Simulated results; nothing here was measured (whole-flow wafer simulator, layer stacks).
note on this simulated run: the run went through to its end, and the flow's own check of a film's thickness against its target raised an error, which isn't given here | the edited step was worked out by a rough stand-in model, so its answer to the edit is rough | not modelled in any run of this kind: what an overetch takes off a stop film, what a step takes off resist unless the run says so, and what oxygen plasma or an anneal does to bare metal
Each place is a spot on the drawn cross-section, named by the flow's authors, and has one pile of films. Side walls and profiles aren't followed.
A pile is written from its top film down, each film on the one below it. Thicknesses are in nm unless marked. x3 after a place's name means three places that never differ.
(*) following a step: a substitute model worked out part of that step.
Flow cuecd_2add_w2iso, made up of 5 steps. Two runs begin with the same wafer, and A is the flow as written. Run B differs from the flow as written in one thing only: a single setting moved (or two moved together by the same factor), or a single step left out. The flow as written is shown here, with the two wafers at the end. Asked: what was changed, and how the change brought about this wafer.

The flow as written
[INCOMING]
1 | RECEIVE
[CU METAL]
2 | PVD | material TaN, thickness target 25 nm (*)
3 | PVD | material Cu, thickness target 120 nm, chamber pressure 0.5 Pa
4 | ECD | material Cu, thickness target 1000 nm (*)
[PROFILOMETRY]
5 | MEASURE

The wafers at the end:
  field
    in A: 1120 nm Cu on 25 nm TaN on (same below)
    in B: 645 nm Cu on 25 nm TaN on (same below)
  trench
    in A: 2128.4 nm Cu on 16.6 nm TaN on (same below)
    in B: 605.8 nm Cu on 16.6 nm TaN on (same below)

Cause: step 4, ECD: thickness target 525 nm was run, while the flow as written has thickness target 1000 nm.

Step by step, how the change led to this:
  4 | ECD | material Cu, thickness target 1000 nm (*)
      field: A +1000 Cu | B +525 Cu
      trench: A +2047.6 Cu | B +525 Cu
